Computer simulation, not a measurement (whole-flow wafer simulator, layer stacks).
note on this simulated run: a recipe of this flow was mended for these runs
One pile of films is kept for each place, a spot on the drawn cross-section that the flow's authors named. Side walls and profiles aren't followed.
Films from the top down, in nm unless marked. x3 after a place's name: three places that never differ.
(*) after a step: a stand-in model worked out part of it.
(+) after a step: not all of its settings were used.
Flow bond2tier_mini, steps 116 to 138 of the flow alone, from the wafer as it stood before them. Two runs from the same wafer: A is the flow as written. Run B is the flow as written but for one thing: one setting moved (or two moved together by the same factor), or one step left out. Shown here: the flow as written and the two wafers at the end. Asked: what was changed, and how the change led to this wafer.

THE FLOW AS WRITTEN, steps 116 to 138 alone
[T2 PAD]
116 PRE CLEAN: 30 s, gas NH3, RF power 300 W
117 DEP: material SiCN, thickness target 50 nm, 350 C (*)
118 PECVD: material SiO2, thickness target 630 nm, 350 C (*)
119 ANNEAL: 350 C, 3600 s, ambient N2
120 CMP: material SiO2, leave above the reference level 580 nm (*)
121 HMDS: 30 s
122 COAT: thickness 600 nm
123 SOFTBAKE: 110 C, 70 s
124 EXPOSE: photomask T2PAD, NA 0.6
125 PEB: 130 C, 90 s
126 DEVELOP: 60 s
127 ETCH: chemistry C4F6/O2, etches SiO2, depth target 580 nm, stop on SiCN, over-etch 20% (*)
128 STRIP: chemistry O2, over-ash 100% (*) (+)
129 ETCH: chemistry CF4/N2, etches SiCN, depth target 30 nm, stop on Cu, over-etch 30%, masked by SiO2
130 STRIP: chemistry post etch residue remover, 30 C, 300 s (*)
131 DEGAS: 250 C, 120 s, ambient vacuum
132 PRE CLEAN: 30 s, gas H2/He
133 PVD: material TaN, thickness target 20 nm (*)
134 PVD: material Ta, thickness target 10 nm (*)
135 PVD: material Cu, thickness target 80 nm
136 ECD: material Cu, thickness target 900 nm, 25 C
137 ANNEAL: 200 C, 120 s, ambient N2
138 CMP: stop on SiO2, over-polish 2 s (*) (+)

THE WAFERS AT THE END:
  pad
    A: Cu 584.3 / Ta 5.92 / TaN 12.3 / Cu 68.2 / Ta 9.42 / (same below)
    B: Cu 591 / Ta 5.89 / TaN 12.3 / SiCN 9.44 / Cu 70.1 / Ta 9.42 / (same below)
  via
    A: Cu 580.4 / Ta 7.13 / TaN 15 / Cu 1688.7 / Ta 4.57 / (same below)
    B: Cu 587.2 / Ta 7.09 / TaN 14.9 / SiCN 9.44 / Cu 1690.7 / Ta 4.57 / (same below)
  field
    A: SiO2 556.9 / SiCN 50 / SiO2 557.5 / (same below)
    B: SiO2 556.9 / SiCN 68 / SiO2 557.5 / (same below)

The cause: step 117, DEP: thickness target 68 nm was run, where the flow has thickness target 50 nm.
It can be read off the wafer: field has SiCN 68, and step 117 as written asks for 50 nm.

How the change led to this, step by step:
  117 DEP: material SiCN, thickness target 50 nm, 350 C (*)
      field, pad, via: A SiCN +50 (new film) | B SiCN +68 (new film)
  129 ETCH: chemistry CF4/N2, etches SiCN, depth target 30 nm, stop on Cu, over-etch 30%, masked by SiO2
      pad, via: A SiCN -30.4 (all of it), Cu -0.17 | B SiCN -39
  130 STRIP: chemistry post etch residue remover, 30 C, 300 s (*)
      pad, via: A Cu -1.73 | B nothing
Counting metal films that touch as one body, pad has 3 bodies (between them, from the top down: SiCN 9.44; SiO2 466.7 / Si 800 / chemical SiO2 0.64 / SiO2 300 / SiCN 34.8); the flow as written gives 2 bodies (between them, from the top down: SiO2 466.7 / Si 800 / chemical SiO2 0.64 / SiO2 300 / SiCN 34.8).
Counting metal films that touch as one body, via has 2 bodies (between them, from the top down: SiCN 9.44); the flow as written gives 1 body.
